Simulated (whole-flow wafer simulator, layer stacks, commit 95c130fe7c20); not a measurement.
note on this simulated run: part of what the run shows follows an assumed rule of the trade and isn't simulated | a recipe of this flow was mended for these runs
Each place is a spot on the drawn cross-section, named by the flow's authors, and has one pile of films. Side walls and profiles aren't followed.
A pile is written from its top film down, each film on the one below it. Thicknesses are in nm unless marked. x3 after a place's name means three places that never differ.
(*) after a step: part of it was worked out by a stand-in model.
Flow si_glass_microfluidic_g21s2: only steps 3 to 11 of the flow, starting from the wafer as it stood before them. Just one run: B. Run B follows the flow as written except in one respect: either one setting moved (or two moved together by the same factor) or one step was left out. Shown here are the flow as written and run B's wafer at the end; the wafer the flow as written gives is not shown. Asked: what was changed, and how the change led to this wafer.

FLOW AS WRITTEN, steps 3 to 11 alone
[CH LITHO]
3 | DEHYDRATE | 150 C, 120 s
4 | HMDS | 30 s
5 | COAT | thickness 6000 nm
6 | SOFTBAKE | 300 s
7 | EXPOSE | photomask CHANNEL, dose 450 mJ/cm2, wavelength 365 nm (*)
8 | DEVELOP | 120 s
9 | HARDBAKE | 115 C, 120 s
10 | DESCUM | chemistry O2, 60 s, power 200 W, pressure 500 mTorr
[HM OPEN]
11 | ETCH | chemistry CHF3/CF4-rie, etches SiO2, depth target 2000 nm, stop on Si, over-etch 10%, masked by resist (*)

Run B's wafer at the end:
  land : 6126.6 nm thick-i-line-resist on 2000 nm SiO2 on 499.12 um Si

What caused this: step 5, COAT: thickness 6966 nm was run, whereas the flow has thickness 6000 nm.

The path from the change to this, step by step:
  5 | COAT | thickness 6000 nm
      land, trench20 x3: thick-i-line-resist gains 6966 (new film) (in the flow as written it would be: thick-i-line-resist gains 6000 (new film))
  8 | DEVELOP | 120 s
      trench20 x3: thick-i-line-resist loses 6966 (all of it) (in the flow as written it would be: thick-i-line-resist loses 6000 (all of it))
  9 | HARDBAKE | 115 C, 120 s
      land: thick-i-line-resist loses 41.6 (in the flow as written it would be: thick-i-line-resist loses 33.5)
